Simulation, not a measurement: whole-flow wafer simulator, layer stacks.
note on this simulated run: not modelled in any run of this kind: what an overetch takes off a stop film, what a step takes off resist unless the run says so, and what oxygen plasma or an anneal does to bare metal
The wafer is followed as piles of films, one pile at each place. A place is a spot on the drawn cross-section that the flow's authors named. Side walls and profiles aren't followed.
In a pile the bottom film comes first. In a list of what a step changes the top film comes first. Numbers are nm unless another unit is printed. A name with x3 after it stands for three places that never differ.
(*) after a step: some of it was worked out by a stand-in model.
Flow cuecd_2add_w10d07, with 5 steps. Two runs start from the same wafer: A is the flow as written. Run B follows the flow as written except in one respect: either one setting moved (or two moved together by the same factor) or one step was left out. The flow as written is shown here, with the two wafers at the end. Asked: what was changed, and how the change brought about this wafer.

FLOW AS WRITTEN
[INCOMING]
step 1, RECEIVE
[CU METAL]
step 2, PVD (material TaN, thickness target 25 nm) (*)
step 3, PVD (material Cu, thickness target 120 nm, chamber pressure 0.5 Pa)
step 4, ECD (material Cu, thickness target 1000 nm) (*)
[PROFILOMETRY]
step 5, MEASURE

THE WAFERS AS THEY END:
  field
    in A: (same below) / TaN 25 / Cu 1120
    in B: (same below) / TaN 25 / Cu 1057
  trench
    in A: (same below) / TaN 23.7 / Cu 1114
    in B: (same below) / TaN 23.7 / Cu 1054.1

The reason: step 3, PVD: thickness target 57 nm was run, whereas the flow has thickness target 120 nm.

Step by step, how the change led to this:
  step 3, PVD (material Cu, thickness target 120 nm, chamber pressure 0.5 Pa)
      field: A +120 Cu (new film) | B +57 Cu (new film)
      trench: A +114 Cu (new film) | B +54.1 Cu (new film)
